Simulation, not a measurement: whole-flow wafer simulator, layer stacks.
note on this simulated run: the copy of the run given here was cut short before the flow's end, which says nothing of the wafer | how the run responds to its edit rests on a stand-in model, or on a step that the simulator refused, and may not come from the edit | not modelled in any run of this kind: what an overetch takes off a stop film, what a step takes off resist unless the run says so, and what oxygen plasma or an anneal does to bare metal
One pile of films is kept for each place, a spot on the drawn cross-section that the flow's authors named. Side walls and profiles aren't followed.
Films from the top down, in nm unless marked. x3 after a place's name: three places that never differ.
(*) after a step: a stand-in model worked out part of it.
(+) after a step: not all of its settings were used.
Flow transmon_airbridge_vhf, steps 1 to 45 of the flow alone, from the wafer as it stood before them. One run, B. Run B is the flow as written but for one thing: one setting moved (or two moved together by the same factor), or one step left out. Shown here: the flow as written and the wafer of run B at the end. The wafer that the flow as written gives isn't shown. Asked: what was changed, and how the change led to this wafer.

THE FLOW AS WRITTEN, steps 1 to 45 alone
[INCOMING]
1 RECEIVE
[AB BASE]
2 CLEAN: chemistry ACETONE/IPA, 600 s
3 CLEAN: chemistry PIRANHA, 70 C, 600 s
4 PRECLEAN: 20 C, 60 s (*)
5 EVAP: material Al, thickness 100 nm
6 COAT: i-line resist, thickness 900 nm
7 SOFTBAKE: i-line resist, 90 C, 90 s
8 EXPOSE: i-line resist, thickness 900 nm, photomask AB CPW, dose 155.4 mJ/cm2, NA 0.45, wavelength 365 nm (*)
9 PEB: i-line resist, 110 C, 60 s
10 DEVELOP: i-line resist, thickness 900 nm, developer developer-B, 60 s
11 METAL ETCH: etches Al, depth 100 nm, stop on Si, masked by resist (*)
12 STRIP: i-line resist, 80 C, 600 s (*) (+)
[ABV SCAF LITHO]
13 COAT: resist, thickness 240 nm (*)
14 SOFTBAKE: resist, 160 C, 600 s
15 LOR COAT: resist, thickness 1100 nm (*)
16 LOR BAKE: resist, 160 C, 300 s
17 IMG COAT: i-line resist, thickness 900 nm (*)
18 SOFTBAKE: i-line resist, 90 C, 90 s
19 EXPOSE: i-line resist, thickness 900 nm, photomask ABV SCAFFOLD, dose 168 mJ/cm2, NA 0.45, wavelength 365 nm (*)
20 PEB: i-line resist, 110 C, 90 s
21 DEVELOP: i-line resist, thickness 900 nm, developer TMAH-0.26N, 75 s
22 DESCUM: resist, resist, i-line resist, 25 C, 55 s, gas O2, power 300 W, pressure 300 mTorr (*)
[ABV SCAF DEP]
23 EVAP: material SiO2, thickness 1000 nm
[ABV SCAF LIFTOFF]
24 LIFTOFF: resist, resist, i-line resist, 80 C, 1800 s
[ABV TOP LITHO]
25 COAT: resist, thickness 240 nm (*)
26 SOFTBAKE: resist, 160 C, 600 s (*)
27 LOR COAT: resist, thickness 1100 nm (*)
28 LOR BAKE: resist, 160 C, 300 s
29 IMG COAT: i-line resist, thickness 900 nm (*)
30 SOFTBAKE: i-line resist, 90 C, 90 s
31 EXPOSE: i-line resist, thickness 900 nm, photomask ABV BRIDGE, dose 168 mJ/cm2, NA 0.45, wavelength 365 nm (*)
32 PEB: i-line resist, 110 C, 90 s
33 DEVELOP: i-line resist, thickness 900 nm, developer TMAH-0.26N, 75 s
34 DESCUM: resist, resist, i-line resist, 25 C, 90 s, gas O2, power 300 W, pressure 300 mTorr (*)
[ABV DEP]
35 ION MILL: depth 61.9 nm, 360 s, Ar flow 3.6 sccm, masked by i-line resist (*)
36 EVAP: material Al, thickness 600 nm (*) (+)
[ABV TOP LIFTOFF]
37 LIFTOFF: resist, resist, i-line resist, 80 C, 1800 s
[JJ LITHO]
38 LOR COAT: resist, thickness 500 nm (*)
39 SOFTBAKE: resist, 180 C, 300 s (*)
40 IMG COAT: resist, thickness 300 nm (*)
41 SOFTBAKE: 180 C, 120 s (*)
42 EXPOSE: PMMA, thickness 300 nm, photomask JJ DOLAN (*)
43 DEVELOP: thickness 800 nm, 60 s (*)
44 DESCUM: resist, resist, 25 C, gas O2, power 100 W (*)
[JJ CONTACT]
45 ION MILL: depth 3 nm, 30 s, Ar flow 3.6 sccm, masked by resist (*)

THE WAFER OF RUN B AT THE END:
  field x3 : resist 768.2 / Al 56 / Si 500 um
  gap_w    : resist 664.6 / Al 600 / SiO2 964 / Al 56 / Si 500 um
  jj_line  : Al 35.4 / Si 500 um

The cause: step 5, EVAP: thickness 156 nm was run, where the flow has thickness 100 nm.

How the change led to this, step by step:
  5 EVAP: material Al, thickness 100 nm
      field x3, jj_line, ground_far and 12 more: Al +156 (new film) (as written it would be: Al +100 (new film))
  11 METAL ETCH: etches Al, depth 100 nm, stop on Si, masked by resist (*)
      field x3, jj_line, gap_w, gap_e: Al -100 (as written it would be: Al -100 (all of it))
  45 ION MILL: depth 3 nm, 30 s, Ar flow 3.6 sccm, masked by resist (*)
      jj_line: Al -20.6 (as written it would be: Si -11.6)
Counting metal films that touch as one body, field x3 has 1 body; the flow as written gives 0 bodies.
Counting metal films that touch as one body, gap_w has 2 bodies (between them, from the top down: SiO2 964); the flow as written gives 1 body.
Counting metal films that touch as one body, jj_line has 1 body; the flow as written gives 0 bodies.
